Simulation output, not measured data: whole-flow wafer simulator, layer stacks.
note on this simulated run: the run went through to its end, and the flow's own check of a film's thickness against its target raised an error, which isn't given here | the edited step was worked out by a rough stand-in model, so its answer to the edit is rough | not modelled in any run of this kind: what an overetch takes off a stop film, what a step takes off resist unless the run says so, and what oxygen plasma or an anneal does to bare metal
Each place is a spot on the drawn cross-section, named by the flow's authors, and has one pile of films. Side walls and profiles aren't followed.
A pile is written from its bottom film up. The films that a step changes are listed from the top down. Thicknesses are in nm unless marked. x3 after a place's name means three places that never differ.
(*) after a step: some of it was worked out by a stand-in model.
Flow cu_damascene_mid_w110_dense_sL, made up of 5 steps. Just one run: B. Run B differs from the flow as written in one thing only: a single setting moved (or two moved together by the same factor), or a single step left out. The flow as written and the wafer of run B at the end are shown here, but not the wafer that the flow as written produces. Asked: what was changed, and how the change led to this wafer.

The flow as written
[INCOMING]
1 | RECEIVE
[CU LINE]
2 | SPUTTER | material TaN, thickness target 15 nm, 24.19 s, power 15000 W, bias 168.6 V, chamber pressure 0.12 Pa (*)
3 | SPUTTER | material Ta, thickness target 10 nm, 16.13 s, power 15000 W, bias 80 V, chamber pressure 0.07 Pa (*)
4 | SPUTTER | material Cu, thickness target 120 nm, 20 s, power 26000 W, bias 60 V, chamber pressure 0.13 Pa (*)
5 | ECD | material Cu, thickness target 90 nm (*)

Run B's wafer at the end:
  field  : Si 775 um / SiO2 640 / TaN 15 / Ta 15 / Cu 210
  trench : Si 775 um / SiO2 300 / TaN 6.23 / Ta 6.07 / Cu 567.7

Cause: step 3, SPUTTER: thickness target 15 nm was run, whereas the flow has thickness target 10 nm; step 3, SPUTTER: 24.2 s was run, where the flow has 16.13 s.
One can read it off the wafer: field has Ta 15, and step 3 as written asks for 10 nm.

The path from the change to this, step by step:
  3 | SPUTTER | material Ta, thickness target 10 nm, 16.13 s, power 15000 W, bias 80 V, chamber pressure 0.07 Pa (*)
      field: +15 Ta (new film) (it would be, as written: +10 Ta (new film))
      trench: +6.07 Ta (new film) (it would be, as written: +4.05 Ta (new film))
